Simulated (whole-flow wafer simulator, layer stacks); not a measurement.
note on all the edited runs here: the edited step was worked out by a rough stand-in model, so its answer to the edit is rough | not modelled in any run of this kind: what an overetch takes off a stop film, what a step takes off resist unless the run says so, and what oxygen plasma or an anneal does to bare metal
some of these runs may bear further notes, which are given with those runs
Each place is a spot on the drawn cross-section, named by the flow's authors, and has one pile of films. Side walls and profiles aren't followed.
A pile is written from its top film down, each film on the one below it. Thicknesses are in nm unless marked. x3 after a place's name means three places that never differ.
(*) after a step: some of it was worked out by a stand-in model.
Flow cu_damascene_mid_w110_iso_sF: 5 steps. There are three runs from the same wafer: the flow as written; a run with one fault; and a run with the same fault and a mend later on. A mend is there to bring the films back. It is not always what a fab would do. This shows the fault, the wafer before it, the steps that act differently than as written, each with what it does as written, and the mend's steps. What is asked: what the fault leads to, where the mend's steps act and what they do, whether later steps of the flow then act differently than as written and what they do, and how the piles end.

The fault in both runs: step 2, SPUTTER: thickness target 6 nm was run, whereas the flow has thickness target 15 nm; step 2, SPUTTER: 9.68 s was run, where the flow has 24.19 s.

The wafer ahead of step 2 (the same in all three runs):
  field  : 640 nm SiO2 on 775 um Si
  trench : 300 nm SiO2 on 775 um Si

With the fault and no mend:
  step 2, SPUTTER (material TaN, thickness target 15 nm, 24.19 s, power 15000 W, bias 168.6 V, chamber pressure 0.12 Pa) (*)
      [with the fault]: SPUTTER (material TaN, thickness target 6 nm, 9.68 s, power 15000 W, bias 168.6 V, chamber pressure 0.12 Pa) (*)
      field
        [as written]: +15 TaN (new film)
        [with the fault]: +6 TaN (new film)
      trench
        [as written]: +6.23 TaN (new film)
        [with the fault]: +2.49 TaN (new film)
  Steps later in the flow that act otherwise than as written (2 more steps, not shown, differ only slightly: by at most 2% or 0.5 nm, whichever is larger):
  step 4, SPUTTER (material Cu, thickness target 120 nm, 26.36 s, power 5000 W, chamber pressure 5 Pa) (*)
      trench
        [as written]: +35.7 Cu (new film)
        [with the fault]: +36.8 Cu (new film)
  At field, trench, the piles at the end differ from the flow's by more than 2% or 0.5 nm, whichever is larger.
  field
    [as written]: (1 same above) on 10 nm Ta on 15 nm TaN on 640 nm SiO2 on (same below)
    [with the fault]: (1 same above) on 10 nm Ta on 6 nm TaN on 640 nm SiO2 on (same below)
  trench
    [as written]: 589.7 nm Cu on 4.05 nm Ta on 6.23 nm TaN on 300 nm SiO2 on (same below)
    [with the fault]: 584.3 nm Cu on 4.16 nm Ta on 2.49 nm TaN on 300 nm SiO2 on (same below)

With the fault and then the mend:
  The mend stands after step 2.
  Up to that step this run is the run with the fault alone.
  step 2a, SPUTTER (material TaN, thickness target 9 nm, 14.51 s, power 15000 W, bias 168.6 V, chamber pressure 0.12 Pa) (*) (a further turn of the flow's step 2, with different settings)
      field
        +9 TaN
      trench
        +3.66 TaN
  None of the later steps of the flow differs from how it acts as written, at any place that is followed, by more than 2% or 0.5 nm, whichever is larger.
  The piles end only slightly different from the flow's at the places that both follow, by no more than 2% or 0.5 nm, whichever is larger.
